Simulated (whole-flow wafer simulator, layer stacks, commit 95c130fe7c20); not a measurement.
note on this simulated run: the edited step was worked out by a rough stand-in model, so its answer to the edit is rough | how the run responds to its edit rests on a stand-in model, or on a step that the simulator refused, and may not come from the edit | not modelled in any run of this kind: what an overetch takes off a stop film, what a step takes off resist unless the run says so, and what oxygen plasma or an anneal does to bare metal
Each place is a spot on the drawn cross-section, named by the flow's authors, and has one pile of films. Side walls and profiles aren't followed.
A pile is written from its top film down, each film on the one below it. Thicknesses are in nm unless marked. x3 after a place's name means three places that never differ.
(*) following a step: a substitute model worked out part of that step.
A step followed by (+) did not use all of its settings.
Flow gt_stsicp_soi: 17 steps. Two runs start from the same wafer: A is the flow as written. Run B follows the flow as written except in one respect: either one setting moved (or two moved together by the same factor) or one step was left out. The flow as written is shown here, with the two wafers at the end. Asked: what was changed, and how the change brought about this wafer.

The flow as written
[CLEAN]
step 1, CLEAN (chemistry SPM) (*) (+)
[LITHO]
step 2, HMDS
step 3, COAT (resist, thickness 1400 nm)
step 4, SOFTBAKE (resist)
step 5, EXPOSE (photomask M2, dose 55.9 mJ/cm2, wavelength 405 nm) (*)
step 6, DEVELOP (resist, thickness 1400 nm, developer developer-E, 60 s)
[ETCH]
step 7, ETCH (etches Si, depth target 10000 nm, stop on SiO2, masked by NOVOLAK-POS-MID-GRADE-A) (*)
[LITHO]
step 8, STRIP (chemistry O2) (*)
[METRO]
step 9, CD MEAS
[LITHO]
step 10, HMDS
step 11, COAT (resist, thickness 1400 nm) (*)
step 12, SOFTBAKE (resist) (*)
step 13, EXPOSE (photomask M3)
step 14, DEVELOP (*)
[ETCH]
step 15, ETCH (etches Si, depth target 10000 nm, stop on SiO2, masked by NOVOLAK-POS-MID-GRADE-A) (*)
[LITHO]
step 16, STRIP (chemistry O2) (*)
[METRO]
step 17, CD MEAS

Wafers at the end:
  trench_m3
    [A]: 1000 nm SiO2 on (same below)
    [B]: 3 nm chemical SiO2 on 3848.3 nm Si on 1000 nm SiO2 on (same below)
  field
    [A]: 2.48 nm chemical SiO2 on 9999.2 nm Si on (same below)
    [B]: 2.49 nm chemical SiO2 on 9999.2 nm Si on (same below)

Cause: step 15, ETCH: depth target 6150 nm was run, while the flow as written has depth target 10000 nm.

The path from the change to this, step by step:
  step 15, ETCH (etches Si, depth target 10000 nm, stop on SiO2, masked by NOVOLAK-POS-MID-GRADE-A) (*)
      trench_m3: A -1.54 chemical SiO2 (all of it), -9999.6 Si (all of it) | B -1.54 chemical SiO2 (all of it), -6150 Si
      field, trench_m2: A -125 resist | B -76.9 resist
  step 16, STRIP (chemistry O2) (*)
      trench_m3: A nothing | B +3 chemical SiO2 (new film), -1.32 Si
      field: A -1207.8 resist (all of it), +0.94 chemical SiO2, -0.41 Si | B -1255.9 resist (all of it), +0.94 chemical SiO2, -0.42 Si
